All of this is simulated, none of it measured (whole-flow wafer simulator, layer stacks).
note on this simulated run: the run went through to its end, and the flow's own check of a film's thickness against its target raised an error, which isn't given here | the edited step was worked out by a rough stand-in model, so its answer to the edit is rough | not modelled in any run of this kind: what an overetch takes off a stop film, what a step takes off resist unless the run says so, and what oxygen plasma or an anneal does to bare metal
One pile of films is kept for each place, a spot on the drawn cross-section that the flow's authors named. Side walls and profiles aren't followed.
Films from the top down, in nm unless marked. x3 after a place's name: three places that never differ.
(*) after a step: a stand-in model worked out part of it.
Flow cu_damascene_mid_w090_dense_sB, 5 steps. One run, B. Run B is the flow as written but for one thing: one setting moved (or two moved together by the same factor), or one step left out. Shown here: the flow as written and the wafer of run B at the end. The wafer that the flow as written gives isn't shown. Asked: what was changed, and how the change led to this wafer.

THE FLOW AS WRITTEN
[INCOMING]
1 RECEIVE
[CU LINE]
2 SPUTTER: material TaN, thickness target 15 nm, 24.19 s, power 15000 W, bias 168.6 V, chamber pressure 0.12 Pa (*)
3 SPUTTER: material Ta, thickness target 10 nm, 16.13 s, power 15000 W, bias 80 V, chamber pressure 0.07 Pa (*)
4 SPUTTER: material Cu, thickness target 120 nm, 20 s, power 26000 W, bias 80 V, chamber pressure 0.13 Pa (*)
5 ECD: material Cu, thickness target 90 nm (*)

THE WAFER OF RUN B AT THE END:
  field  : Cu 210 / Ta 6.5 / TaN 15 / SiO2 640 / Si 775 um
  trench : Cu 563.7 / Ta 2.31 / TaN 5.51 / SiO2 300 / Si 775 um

The cause: step 3, SPUTTER: thickness target 6.5 nm was run, where the flow has thickness target 10 nm; step 3, SPUTTER: 10.48 s was run, where the flow has 16.13 s.
It can be read off the wafer: field has Ta 6.5, and step 3 as written asks for 10 nm.

How the change led to this, step by step:
  3 SPUTTER: material Ta, thickness target 10 nm, 16.13 s, power 15000 W, bias 80 V, chamber pressure 0.07 Pa (*)
      field: Ta +6.5 (new film) (as written it would be: Ta +10 (new film))
      trench: Ta +2.31 (new film) (as written it would be: Ta +3.55 (new film))
